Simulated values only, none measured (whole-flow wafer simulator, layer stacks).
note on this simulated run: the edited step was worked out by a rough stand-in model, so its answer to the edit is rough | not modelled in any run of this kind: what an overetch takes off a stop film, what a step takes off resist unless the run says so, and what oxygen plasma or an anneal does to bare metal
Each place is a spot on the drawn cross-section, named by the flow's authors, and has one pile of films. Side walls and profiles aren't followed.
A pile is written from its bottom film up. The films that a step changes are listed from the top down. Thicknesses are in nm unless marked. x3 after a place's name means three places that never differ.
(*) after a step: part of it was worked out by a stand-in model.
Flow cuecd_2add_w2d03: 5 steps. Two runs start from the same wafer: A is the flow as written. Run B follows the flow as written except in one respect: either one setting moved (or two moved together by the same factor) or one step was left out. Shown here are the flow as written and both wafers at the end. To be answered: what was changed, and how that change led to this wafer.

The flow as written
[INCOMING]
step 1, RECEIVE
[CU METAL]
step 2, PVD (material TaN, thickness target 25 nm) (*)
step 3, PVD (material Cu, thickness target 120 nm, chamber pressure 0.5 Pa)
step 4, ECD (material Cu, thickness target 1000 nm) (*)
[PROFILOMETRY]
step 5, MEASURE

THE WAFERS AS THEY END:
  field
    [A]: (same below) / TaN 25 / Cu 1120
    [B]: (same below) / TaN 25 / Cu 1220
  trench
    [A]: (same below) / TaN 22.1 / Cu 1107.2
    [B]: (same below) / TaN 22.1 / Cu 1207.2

The reason: step 4, ECD: thickness target 1100 nm was run, whereas the flow has thickness target 1000 nm.

Step by step, how the change led to this:
  step 4, ECD (material Cu, thickness target 1000 nm) (*)
      field, trench: A Cu gains 1000 | B Cu gains 1100
